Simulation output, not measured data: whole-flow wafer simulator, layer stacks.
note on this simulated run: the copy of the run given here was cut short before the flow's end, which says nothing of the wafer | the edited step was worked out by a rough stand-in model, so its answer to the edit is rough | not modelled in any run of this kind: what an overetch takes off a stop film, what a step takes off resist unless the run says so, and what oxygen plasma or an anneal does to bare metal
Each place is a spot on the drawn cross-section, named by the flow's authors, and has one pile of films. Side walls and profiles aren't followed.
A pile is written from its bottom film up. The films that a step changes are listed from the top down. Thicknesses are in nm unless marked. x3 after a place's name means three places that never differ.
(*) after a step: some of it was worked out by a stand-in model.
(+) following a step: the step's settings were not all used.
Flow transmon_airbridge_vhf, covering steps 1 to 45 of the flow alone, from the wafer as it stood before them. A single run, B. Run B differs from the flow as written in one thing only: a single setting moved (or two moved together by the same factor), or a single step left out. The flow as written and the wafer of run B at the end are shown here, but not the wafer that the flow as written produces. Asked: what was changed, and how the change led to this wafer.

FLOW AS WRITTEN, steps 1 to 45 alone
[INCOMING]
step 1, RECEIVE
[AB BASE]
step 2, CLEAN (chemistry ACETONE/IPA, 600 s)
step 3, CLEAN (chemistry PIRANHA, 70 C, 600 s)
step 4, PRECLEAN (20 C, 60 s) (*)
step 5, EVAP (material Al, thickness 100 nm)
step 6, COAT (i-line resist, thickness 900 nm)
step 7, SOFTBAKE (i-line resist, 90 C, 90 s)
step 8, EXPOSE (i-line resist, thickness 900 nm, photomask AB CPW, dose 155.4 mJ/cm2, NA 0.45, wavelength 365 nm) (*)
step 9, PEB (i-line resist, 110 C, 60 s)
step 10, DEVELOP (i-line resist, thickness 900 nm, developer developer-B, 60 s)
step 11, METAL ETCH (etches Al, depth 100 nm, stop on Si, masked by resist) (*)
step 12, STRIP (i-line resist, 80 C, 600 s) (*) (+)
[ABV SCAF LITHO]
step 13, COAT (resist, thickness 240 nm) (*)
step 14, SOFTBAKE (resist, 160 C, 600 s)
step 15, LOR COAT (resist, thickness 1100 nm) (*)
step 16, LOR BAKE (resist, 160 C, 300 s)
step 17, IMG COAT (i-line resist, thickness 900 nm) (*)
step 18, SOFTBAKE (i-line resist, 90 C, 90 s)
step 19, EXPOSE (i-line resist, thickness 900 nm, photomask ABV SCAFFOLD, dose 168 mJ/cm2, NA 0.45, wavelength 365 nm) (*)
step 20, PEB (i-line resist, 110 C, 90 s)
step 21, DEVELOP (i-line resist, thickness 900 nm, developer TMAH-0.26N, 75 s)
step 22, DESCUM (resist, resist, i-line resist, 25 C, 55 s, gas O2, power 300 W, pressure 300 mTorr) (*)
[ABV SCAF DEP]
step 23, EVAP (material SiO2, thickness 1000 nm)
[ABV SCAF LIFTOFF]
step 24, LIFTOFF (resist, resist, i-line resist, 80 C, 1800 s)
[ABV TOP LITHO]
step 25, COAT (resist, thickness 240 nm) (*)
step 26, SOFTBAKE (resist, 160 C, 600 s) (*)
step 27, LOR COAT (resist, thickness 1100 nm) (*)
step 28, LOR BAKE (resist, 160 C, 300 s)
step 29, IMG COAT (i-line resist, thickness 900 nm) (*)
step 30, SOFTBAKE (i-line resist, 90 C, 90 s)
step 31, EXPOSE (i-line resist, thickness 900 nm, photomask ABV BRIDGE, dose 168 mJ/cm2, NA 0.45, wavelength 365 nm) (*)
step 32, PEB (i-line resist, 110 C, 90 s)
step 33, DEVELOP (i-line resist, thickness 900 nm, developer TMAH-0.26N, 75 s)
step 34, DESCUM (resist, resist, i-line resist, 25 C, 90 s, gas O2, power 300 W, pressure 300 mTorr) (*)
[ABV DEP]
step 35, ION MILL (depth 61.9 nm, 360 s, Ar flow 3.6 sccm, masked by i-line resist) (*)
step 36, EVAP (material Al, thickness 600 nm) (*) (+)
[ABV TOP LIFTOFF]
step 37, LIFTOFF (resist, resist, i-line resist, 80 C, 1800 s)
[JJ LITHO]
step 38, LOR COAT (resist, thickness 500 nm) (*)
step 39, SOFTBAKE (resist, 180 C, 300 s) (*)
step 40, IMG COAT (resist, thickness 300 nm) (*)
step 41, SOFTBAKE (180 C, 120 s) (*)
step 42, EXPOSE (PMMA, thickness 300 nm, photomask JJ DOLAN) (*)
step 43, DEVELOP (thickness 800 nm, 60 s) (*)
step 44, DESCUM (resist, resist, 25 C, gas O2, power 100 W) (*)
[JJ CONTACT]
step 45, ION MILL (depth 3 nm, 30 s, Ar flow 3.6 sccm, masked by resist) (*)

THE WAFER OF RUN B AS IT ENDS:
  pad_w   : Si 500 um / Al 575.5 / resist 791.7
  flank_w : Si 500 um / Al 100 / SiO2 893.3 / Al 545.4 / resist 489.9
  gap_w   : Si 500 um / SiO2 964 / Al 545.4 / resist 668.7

The reason: step 36, EVAP: thickness 545.4 nm was run, while the flow as written has thickness 600 nm.
One can read it off the wafer: flank_w has Al 545.4, and step 36 as written asks for 600 nm.

How this came from the change, step by step:
  step 36, EVAP (material Al, thickness 600 nm) (*) (+)
      field x3, jj_line, ground_far and 10 more: Al gains 545.4 (new film) (it would be, as written: Al gains 600 (new film))
      pad_w, pad_e: Al gains 537.4 (it would be, as written: Al gains 591.2)
  step 37, LIFTOFF (resist, resist, i-line resist, 80 C, 1800 s)
      field x3, jj_line, trace_open_s x2: Al loses 545.4 (all of it), i-line resist loses 600 (all of it), resist loses 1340 (all of it) (it would be, as written: Al loses 600 (all of it), i-line resist loses 600 (all of it), resist loses 1340 (all of it))
      margin_s, margin_n: Al loses 545.4 (all of it), i-line resist loses 318.3 (all of it), resist loses 992 (all of it) (it would be, as written: Al loses 600 (all of it), i-line resist loses 318.3 (all of it), resist loses 992 (all of it))
      (as well as at 1 more place)
